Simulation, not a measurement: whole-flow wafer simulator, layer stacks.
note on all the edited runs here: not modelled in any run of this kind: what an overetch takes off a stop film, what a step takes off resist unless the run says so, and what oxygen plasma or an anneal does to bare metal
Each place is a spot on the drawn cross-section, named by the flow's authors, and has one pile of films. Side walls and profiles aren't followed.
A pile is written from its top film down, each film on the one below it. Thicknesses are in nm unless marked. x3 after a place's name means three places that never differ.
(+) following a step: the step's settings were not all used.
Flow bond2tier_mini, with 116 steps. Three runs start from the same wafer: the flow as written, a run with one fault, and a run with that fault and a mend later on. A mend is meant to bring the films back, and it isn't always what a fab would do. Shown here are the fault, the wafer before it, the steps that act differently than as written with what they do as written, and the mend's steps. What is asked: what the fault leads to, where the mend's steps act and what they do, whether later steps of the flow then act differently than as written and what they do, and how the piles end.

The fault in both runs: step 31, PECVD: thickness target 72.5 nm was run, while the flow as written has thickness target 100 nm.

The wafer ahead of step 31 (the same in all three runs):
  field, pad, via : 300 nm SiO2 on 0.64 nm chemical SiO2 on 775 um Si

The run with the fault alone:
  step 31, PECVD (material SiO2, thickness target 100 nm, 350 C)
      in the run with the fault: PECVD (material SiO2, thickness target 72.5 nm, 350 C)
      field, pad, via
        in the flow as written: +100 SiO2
        in the run with the fault: +72.5 SiO2
  None of the later steps of the flow acts differently than as written at any place that is followed.
  At field, pad, the piles at the end differ from the flow's by more than 2% or 0.5 nm, whichever is larger.
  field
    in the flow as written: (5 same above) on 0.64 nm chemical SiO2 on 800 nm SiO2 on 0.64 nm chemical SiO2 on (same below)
    in the run with the fault: (5 same above) on 0.64 nm chemical SiO2 on 772.5 nm SiO2 on 0.64 nm chemical SiO2 on (same below)
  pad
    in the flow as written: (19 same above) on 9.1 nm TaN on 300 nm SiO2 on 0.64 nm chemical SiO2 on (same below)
    in the run with the fault: (19 same above) on 9.1 nm TaN on 272.5 nm SiO2 on 0.64 nm chemical SiO2 on (same below)

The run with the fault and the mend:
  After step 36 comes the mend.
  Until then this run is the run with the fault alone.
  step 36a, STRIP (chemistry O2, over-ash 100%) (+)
      field
        -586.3 KrF resist (all of it)
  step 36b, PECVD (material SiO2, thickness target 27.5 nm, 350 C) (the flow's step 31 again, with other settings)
      field, pad, via
        +27.5 SiO2
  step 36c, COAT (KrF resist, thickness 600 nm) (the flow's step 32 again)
      field, pad, via
        +600 KrF resist (new film)
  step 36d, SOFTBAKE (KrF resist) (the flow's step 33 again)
      leaves every film unchanged at each place that is followed
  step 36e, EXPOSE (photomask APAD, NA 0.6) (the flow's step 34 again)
      leaves every film unchanged at each place that is followed
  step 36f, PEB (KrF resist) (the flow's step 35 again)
      leaves every film unchanged at each place that is followed
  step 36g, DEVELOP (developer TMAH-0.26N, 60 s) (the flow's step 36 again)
      pad, via
        -600 KrF resist (all of it)
      field
        -13.7 KrF resist
  None of the later steps of the flow acts differently than as written at any place that is followed.
  By the end, the piles equal the flow's at every place that both follow.
